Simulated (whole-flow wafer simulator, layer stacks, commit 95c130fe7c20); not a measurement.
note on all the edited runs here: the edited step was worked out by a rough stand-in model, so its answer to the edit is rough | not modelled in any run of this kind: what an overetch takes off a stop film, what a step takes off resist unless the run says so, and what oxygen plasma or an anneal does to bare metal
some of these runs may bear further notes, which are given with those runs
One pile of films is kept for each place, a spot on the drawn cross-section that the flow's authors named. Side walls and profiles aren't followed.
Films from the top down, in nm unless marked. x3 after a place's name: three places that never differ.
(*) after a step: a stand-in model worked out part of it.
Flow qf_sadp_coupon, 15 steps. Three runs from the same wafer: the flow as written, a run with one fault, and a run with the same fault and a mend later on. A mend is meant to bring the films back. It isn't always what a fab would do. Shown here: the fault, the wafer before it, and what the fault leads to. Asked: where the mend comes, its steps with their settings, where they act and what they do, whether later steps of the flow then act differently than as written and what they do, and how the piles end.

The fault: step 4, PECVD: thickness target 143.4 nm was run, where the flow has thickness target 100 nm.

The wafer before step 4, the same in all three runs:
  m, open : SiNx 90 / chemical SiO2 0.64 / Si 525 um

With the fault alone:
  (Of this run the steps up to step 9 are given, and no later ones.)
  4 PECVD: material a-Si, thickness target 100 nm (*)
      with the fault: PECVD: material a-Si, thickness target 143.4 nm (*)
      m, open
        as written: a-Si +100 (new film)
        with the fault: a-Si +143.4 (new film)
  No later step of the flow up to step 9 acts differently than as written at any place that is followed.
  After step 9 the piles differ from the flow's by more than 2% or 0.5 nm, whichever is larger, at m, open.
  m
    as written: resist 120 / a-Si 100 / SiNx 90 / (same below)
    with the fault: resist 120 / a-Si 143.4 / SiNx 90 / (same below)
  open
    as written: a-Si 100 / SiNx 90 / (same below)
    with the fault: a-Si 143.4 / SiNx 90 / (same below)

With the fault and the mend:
  The mend comes after step 4.
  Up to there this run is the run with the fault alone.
  4a ETCH: chemistry tmah, depth target 164.9 nm
      m, open
        a-Si -143.4 (all of it)
  4b PECVD: material a-Si, thickness target 100 nm (*) (the flow's step 4 once more)
      m, open
        a-Si +100 (new film)
  No later step of the flow acts differently than as written at any place that is followed.
  At the end the piles are the same as the flow's at every place that both follow.
